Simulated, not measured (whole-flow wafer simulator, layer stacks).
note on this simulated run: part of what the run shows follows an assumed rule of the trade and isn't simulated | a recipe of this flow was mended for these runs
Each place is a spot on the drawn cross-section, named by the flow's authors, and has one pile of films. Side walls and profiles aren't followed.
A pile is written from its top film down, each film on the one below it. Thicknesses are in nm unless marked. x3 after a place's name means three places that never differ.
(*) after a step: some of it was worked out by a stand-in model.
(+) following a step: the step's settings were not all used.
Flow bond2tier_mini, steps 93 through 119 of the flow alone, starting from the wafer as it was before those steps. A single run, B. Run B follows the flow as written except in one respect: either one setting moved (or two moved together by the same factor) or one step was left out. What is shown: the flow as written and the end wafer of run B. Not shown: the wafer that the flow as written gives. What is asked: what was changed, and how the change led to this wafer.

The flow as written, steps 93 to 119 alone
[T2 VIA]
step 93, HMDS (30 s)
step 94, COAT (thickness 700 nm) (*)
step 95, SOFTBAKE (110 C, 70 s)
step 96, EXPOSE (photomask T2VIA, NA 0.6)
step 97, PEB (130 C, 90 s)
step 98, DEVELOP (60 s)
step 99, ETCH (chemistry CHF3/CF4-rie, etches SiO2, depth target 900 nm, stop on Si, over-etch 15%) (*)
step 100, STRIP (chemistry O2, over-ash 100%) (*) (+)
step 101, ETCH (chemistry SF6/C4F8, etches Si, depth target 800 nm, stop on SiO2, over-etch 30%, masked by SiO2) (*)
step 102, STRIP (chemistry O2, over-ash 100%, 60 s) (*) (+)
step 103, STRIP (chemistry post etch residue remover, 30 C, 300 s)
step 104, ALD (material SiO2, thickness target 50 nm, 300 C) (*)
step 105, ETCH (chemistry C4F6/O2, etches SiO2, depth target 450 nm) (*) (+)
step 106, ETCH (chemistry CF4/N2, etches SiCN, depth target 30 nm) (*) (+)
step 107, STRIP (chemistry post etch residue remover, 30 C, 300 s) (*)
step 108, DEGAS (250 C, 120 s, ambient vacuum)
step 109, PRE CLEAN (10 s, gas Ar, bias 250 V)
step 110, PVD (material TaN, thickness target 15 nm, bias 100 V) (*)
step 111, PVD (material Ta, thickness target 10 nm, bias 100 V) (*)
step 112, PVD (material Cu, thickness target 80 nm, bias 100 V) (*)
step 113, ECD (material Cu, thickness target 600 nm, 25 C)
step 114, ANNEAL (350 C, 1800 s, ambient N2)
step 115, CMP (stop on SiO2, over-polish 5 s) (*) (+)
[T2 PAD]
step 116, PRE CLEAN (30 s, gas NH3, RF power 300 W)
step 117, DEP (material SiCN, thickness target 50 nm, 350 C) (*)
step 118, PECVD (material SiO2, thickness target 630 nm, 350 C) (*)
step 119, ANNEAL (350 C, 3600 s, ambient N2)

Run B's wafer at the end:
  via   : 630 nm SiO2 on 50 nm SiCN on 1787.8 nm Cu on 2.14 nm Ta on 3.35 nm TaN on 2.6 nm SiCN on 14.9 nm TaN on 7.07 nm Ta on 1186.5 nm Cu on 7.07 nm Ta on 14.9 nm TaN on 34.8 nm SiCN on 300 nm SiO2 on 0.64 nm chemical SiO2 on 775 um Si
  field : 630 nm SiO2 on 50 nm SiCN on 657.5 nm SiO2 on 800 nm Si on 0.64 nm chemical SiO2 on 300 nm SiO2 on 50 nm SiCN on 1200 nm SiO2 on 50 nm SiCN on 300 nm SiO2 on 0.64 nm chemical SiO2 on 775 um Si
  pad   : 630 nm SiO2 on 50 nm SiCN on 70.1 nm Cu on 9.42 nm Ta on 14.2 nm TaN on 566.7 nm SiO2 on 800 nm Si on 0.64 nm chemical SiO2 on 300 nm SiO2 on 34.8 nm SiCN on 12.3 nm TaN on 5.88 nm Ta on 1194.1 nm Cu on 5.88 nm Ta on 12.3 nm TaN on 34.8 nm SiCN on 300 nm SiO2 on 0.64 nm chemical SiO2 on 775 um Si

The reason: step 104, ALD: thickness target 150 nm was run, while the flow as written has thickness target 50 nm.

Step by step, how the change led to this:
  step 104, ALD (material SiO2, thickness target 50 nm, 300 C) (*)
      field, pad, via: SiO2 gains 150 (as written it would have been: SiO2 gains 50)
  step 105, ETCH (chemistry C4F6/O2, etches SiO2, depth target 450 nm) (*) (+)
      via: SiO2 loses 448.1 (all of it), SiCN loses 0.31 (as written it would have been: SiO2 loses 348.1 (all of it), SiCN loses 17.2)
  step 106, ETCH (chemistry CF4/N2, etches SiCN, depth target 30 nm) (*) (+)
      via: SiCN loses 30 (as written it would have been: SiCN loses 17.6 (all of it), TaN loses 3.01)
  step 109, PRE CLEAN (10 s, gas Ar, bias 250 V)
      via: SiCN loses 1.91 (as written it would have been: TaN loses 3.19)
  step 110, PVD (material TaN, thickness target 15 nm, bias 100 V) (*)
      via: TaN gains 3.35 (new film) (as written it would have been: TaN gains 6.94)
  step 111, PVD (material Ta, thickness target 10 nm, bias 100 V) (*)
      via: Ta gains 2.14 (new film) (as written it would have been: Ta gains 4.57 (new film))
  step 112, PVD (material Cu, thickness target 80 nm, bias 100 V) (*)
      via: Cu gains 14 (new film) (as written it would have been: Cu gains 35 (new film))
  step 113, ECD (material Cu, thickness target 600 nm, 25 C)
      via: Cu gains 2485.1 (as written it would have been: Cu gains 2367)
If metal films that touch count as one body, via has 2 bodies (between them, from the top down: SiCN 2.6); the flow as written gives 1 body.
